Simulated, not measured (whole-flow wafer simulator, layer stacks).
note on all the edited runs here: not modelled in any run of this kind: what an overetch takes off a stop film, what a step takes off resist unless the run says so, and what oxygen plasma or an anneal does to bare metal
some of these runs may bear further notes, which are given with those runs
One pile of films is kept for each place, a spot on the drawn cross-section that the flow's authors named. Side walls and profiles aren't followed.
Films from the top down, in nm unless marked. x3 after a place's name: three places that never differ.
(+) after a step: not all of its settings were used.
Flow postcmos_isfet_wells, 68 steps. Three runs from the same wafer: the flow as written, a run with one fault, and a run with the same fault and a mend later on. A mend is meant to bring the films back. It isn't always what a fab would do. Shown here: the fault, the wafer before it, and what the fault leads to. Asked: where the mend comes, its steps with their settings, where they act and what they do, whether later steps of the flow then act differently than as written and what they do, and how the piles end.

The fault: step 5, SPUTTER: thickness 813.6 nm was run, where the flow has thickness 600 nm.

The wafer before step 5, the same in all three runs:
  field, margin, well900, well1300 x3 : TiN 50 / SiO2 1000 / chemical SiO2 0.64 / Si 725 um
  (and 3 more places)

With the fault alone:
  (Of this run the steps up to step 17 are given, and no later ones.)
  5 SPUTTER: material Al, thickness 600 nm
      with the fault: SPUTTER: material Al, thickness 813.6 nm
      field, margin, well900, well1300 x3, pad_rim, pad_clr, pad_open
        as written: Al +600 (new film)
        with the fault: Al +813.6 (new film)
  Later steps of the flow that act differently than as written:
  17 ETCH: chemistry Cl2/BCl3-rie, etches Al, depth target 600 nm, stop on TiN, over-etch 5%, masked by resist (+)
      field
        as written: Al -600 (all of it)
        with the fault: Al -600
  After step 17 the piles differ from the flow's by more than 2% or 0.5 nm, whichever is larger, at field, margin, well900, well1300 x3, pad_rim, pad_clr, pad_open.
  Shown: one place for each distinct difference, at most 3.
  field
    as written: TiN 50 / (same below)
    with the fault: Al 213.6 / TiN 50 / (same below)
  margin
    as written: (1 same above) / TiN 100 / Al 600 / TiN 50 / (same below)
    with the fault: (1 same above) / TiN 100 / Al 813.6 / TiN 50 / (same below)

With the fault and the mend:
  The mend comes after step 5.
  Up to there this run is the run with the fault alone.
  5a ETCH: chemistry al pan, depth target 935.6 nm
      field, margin, well900, well1300 x3, pad_rim, pad_clr, pad_open
        Al -813.6 (all of it)
  5b SPUTTER: material Al, thickness 600 nm (the flow's step 5 once more)
      field, margin, well900, well1300 x3, pad_rim, pad_clr, pad_open
        Al +600 (new film)
  No later step of the flow acts differently than as written at any place that is followed.
  At the end the piles are the same as the flow's at every place that both follow.
